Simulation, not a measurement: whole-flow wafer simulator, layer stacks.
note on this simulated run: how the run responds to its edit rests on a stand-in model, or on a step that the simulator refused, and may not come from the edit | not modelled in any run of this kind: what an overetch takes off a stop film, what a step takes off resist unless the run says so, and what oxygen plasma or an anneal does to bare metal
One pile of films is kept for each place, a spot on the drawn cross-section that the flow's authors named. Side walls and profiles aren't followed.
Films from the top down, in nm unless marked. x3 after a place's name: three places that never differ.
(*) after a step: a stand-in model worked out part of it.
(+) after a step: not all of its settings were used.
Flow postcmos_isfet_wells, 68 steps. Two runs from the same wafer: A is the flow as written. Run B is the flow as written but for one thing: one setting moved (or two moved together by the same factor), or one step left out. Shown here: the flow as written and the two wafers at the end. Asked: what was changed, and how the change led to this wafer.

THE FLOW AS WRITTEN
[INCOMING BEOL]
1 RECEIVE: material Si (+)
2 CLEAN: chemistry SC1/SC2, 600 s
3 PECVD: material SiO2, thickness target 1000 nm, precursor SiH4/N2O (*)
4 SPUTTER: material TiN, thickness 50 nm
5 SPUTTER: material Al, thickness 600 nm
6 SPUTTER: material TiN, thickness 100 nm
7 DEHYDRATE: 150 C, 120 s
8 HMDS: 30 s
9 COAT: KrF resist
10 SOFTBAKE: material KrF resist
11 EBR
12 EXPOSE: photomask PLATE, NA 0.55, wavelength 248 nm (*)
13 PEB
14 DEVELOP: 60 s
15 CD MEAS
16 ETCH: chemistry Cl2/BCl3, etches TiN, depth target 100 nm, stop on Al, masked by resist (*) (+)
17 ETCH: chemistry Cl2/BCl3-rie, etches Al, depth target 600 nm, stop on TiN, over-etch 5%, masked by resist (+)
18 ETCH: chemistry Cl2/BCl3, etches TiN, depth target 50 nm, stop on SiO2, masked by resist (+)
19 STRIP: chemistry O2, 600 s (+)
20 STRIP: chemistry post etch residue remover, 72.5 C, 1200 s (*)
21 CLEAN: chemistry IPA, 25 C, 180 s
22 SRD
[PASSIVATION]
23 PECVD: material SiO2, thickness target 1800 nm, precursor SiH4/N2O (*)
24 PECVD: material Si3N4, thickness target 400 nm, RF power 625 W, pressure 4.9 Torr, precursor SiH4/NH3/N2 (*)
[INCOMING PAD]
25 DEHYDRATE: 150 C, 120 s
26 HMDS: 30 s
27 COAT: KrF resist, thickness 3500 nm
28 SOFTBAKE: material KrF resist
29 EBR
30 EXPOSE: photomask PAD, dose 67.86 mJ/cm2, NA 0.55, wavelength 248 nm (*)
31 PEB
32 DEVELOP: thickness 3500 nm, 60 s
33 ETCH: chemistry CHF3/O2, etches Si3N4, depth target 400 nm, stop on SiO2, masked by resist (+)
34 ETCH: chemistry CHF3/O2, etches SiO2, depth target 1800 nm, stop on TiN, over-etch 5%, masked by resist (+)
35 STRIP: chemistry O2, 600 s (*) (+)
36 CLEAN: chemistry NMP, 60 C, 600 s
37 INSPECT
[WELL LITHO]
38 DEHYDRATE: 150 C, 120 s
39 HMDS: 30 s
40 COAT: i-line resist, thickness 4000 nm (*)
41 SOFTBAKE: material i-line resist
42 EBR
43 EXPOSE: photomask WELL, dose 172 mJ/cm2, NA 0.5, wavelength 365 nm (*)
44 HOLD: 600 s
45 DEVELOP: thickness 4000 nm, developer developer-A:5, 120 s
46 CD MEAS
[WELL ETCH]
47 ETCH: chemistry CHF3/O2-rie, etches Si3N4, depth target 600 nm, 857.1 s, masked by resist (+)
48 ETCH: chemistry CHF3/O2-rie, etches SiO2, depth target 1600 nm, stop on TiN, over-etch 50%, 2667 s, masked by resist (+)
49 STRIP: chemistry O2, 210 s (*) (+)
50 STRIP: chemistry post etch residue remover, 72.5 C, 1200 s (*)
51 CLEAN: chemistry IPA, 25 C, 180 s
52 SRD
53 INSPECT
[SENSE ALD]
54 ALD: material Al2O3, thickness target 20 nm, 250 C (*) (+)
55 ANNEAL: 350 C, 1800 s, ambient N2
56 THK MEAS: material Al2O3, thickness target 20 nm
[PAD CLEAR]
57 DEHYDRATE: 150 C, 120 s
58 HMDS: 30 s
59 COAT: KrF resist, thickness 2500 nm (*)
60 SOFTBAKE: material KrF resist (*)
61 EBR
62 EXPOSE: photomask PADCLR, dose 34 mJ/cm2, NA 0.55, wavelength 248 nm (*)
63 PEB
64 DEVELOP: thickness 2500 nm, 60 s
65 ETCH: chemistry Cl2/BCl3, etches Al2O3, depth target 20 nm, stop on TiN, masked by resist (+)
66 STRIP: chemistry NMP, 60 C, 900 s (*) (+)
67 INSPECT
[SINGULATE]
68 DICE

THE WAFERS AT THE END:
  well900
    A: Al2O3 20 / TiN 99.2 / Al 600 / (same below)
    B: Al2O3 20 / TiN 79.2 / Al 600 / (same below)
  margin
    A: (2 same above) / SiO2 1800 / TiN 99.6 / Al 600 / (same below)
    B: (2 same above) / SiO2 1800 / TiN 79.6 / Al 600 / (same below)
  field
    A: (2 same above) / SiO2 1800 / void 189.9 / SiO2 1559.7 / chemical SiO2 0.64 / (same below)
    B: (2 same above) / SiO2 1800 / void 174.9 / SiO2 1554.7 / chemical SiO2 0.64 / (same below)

The cause: step 6, SPUTTER: thickness 80 nm was run, where the flow has thickness 100 nm.

How the change led to this, step by step:
  6 SPUTTER: material TiN, thickness 100 nm
      field, margin, well900 and 6 more: A TiN +100 (new film) | B TiN +80 (new film)
  16 ETCH: chemistry Cl2/BCl3, etches TiN, depth target 100 nm, stop on Al, masked by resist (*) (+)
      field: A TiN -100 (all of it) | B TiN -80 (all of it)
  23 PECVD: material SiO2, thickness target 1800 nm, precursor SiH4/N2O (*)
      field: A SiO2 +1800 (new film), void +189.9 (new film), SiO2 +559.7 | B SiO2 +1800 (new film), void +174.9 (new film), SiO2 +554.7
